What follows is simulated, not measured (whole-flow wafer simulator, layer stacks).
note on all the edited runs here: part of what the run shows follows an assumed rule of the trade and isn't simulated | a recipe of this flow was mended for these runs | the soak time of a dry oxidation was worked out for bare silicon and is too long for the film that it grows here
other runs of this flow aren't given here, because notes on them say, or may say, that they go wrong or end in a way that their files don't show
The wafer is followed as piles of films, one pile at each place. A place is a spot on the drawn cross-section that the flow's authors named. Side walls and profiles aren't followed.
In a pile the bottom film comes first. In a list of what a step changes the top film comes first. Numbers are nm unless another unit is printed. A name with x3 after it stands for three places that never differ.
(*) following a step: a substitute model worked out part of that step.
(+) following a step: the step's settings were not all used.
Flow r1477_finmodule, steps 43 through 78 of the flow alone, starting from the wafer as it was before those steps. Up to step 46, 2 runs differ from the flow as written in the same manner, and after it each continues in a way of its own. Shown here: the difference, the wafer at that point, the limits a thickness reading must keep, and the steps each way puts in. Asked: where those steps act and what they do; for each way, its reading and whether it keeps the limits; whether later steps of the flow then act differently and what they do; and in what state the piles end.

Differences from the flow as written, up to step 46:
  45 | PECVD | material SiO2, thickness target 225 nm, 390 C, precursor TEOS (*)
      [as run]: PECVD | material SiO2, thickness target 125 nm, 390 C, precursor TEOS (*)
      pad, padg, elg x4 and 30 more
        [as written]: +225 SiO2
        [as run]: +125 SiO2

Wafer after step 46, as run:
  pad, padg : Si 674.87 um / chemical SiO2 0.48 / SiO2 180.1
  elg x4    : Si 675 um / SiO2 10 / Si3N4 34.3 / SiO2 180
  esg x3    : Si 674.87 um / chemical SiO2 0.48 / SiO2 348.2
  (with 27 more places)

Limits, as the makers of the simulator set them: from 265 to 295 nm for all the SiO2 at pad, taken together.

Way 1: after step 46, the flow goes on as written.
  The reading taken after step 46 is 180.1 nm, which is outside the limits.
  Later steps of the flow acting differently than as written (not shown: 3 more steps that differ only slightly, by at most 2% or 0.5 nm, whichever is larger):
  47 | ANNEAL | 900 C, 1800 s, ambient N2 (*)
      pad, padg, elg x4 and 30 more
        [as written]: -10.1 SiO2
        [this way]: -5.62 SiO2
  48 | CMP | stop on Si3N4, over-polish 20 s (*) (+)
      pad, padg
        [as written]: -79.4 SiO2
        [this way]: nothing
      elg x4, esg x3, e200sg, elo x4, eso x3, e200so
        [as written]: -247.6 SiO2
        [this way]: -152.1 SiO2
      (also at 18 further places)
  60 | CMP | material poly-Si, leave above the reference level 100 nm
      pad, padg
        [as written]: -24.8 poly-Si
        [this way]: -8.81 poly-Si
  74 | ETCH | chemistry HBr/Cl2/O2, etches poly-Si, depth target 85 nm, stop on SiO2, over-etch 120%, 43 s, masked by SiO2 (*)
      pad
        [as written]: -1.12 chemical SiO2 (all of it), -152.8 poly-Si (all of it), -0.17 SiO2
        [this way]: -1.12 chemical SiO2 (all of it), -168.7 poly-Si (all of it)
  By the end, the piles at pad, padg depart from the flow's by more than 2% or 0.5 nm, whichever is larger.
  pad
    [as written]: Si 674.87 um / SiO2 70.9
    [this way]: Si 674.87 um / SiO2 55
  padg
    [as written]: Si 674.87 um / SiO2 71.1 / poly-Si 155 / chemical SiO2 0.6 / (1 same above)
    [this way]: Si 674.87 um / SiO2 55.1 / poly-Si 170.9 / chemical SiO2 0.6 / (1 same above)

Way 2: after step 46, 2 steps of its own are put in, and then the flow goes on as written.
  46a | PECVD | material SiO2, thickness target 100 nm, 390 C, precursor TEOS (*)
      pad, padg, elg x4 and 30 more
        +100 SiO2
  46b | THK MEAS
      does not change any film at any place that is followed
  The reading taken after step 46b is 280.1 nm, which is within the limits.
  Later steps of the flow acting differently than as written:
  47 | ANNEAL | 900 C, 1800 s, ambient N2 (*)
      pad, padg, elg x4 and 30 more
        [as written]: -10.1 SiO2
        [this way]: nothing
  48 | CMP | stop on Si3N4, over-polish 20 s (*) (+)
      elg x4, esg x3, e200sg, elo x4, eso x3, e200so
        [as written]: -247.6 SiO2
        [this way]: -257.7 SiO2
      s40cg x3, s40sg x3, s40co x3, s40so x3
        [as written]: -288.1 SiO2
        [this way]: -298.3 SiO2
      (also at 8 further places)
  At every place that both follow, the piles at the end match the flow's.

Keeping within the limits: way 2. Outside them: way 1.
